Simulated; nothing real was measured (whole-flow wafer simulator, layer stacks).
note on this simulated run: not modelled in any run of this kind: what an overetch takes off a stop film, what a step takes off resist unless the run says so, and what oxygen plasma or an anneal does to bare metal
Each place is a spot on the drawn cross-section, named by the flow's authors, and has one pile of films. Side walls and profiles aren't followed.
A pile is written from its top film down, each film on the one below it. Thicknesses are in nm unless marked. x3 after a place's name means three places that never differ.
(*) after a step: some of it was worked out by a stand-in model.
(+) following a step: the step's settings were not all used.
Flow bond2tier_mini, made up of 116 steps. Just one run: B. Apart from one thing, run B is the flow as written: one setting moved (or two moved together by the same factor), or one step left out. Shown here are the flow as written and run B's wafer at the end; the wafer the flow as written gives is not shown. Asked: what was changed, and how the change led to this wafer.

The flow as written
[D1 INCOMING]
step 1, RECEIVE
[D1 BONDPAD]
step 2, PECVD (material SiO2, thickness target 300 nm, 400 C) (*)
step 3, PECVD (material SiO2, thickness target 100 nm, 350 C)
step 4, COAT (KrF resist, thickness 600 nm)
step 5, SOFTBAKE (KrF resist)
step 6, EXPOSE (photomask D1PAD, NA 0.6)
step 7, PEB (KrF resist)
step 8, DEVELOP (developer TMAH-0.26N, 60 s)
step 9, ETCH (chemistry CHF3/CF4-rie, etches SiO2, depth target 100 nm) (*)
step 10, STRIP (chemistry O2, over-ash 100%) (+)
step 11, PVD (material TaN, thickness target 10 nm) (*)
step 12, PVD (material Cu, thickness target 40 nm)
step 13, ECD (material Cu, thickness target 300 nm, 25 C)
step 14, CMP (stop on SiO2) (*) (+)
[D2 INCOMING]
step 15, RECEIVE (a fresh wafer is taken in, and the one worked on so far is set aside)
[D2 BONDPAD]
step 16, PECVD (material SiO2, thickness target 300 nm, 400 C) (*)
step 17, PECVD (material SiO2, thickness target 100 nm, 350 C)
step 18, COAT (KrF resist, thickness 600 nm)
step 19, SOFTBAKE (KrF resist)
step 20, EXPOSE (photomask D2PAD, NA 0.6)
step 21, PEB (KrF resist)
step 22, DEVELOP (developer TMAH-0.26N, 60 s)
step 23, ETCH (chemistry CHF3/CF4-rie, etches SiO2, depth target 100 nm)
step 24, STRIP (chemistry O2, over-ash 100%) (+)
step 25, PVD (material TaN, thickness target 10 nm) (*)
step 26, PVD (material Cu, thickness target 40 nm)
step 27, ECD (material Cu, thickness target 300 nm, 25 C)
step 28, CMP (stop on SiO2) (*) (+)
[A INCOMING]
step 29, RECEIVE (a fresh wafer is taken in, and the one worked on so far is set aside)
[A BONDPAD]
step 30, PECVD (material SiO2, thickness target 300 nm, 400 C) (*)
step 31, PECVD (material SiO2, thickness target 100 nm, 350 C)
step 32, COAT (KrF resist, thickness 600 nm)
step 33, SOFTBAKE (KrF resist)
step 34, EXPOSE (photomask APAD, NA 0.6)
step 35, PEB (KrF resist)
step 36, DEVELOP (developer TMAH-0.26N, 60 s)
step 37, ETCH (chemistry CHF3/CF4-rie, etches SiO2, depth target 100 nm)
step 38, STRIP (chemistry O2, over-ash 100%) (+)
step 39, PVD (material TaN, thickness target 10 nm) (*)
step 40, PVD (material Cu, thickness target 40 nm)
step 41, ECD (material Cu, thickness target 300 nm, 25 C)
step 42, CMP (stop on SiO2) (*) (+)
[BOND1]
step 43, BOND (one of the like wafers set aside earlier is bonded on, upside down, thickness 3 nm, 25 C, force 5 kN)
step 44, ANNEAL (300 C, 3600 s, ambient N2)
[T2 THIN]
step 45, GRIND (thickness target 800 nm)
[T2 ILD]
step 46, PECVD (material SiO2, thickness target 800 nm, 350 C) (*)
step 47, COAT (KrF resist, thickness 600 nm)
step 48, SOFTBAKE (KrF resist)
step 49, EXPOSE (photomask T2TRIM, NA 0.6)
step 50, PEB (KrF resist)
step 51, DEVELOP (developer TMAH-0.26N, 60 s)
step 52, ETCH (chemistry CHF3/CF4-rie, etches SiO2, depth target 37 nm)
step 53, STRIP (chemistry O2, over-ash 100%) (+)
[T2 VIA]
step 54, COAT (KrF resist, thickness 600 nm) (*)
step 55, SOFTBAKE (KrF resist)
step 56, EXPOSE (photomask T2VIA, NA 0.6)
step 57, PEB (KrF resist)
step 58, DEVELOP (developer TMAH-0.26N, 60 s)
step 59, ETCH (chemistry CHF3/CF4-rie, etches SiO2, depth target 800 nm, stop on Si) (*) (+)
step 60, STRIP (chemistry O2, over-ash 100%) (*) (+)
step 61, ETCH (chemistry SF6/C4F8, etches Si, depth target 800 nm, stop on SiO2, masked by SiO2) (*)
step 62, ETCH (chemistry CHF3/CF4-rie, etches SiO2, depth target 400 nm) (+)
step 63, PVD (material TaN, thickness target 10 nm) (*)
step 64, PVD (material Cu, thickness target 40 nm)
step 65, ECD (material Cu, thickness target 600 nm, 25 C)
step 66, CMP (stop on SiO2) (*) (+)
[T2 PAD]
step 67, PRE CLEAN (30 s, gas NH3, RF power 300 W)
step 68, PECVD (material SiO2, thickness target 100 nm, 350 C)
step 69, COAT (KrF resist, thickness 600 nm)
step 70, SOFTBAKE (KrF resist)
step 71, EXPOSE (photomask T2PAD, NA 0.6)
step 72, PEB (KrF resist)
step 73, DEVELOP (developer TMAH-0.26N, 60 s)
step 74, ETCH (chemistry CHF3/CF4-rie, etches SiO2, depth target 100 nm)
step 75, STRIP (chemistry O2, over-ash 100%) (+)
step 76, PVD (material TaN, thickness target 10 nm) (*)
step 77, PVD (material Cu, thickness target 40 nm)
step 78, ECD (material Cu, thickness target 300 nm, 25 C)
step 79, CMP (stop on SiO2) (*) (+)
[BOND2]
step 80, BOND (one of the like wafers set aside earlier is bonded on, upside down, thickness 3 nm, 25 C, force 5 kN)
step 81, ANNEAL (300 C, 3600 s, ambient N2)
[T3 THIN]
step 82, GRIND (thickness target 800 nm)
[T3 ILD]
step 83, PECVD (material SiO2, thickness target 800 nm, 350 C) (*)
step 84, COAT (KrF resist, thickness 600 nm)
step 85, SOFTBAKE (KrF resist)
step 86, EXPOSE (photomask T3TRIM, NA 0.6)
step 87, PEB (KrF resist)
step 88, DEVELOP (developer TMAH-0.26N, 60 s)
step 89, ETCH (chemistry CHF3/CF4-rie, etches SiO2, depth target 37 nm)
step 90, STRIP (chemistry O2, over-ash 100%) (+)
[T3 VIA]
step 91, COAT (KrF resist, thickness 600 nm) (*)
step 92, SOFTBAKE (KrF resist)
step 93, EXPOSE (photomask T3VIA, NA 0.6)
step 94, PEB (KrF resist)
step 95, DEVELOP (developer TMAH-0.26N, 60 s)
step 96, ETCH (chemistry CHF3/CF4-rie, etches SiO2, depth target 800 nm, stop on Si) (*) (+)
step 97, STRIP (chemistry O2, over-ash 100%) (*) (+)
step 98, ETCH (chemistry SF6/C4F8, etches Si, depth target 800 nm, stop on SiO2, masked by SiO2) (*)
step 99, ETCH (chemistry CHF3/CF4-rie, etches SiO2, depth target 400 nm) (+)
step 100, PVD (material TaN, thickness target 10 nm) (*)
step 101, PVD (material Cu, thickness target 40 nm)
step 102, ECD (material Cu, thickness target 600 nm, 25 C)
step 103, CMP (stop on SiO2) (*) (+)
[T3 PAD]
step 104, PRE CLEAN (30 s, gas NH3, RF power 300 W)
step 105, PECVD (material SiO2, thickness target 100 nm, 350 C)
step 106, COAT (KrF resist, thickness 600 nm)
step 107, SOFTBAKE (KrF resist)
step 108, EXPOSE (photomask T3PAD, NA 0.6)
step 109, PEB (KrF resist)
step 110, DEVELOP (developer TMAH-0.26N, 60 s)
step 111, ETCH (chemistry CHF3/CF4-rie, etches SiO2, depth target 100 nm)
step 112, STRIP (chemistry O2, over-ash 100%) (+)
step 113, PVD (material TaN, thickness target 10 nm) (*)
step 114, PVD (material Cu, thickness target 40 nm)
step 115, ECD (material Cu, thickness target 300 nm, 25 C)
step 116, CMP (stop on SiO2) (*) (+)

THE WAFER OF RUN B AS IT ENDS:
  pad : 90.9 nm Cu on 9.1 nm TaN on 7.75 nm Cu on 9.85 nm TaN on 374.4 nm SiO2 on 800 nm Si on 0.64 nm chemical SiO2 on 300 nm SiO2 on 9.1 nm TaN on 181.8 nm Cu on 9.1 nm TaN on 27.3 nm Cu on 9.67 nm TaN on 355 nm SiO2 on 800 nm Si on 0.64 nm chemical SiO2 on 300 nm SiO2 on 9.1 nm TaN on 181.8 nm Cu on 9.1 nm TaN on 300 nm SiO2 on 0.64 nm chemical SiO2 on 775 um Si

What caused this: step 89, ETCH: depth target 17.6 nm was run, though the flow has depth target 37 nm.

The path from the change to this, step by step:
  step 89, ETCH (chemistry CHF3/CF4-rie, etches SiO2, depth target 37 nm)
      field: -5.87 KrF resist (as written it would have been: -12.3 KrF resist)
      pad: -17.6 SiO2 (as written it would have been: -37 SiO2)
  step 97, STRIP (chemistry O2, over-ash 100%) (*) (+)
      field: -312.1 KrF resist (all of it) (as written it would have been: -303.9 KrF resist (all of it))
      pad: -327.4 KrF resist (all of it) (as written it would have been: -336 KrF resist (all of it))
  step 102, ECD (material Cu, thickness target 600 nm, 25 C)
      pad: +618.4 Cu (as written it would have been: +638.7 Cu)
